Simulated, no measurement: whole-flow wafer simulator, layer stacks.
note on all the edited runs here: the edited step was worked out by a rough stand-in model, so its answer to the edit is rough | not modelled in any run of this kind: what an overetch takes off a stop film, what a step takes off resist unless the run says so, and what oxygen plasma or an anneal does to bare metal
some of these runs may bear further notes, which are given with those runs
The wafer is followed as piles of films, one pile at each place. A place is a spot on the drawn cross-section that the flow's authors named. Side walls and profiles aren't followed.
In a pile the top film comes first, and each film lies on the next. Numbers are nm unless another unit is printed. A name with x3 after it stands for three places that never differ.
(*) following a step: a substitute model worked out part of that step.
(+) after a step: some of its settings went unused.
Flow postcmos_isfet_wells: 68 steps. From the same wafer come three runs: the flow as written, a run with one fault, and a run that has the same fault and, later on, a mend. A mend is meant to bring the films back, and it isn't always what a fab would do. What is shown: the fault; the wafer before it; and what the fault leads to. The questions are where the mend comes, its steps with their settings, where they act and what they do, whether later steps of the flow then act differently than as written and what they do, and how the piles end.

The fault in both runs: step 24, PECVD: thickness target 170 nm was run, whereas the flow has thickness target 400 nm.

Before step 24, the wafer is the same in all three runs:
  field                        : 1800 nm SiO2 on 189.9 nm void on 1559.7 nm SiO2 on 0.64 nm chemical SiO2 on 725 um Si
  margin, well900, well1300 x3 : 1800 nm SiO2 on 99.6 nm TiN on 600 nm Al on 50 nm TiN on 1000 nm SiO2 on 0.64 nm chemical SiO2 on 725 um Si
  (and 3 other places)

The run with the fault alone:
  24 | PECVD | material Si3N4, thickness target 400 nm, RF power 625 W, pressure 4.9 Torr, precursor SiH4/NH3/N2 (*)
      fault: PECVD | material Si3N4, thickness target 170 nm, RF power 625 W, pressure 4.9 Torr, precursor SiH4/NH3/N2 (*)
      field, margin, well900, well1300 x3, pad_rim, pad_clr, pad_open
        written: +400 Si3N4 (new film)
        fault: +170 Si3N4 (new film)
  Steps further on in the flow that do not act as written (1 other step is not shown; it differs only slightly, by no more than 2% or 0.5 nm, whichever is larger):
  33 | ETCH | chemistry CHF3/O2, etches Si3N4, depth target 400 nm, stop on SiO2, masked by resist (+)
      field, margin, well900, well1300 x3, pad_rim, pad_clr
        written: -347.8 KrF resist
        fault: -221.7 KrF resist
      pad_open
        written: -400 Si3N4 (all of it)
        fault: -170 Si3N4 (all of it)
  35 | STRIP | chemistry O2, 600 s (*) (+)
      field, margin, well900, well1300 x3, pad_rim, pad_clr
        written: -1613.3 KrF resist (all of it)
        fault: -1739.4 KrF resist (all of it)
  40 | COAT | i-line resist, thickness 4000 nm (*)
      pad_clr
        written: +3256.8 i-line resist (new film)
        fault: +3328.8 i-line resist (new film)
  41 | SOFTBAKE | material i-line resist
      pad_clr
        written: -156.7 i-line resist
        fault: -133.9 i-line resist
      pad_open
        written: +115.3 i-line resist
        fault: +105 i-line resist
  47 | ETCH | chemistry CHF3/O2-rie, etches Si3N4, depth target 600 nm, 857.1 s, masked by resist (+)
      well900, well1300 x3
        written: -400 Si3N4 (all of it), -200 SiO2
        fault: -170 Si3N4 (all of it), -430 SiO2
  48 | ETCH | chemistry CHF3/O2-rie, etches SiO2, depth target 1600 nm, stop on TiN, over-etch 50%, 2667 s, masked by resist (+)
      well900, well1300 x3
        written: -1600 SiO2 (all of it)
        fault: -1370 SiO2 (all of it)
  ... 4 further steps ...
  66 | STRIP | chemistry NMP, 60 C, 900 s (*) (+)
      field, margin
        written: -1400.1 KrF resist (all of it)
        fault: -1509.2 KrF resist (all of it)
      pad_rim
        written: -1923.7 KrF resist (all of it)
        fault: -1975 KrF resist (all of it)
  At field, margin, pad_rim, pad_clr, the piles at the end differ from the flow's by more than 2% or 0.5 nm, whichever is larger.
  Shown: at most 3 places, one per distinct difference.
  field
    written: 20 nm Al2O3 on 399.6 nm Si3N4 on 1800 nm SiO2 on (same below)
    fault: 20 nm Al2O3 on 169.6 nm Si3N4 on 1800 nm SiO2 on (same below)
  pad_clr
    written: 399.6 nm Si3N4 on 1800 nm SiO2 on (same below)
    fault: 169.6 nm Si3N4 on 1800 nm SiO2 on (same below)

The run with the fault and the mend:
  The mend follows step 32.
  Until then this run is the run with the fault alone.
  32a | STRIP | chemistry O2, 600 s (*) (+)
      field, margin, well900, well1300 x3, pad_rim, pad_clr
        -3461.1 KrF resist (all of it)
  32b | PECVD | material Si3N4, thickness target 230 nm, RF power 625 W, pressure 4.9 Torr, precursor SiH4/NH3/N2 (*) (the flow's step 24, run once more with other settings)
      field, margin, well900, well1300 x3, pad_rim, pad_clr, pad_open
        +230 Si3N4
  32c | HMDS | 30 s (the flow's step 26, run once more)
      alters no film at any place that is followed
  32d | COAT | KrF resist, thickness 3500 nm (the flow's step 27, run once more)
      field, margin, well900, well1300 x3, pad_rim, pad_clr, pad_open
        +3500 KrF resist (new film)
  32e | SOFTBAKE | material KrF resist (the flow's step 28, run once more)
      alters no film at any place that is followed
  32f | EBR (the flow's step 29, run once more)
      alters no film at any place that is followed
  32g | EXPOSE | photomask PAD, dose 67.86 mJ/cm2, NA 0.55, wavelength 248 nm (*) (the flow's step 30, run once more)
      alters no film at any place that is followed
  32h | PEB (the flow's step 31, run once more)
      field, margin, well900, well1300 x3, pad_rim, pad_clr, pad_open
        -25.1 KrF resist
  32i | DEVELOP | thickness 3500 nm, 60 s (the flow's step 32, run once more)
      field, margin, well900, well1300 x3, pad_rim, pad_clr
        -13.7 KrF resist
      pad_open
        -3474.9 KrF resist (all of it)
  None of the later steps of the flow acts differently than as written at any place that is followed.
  The piles end the same as the flow's at every place that both follow.
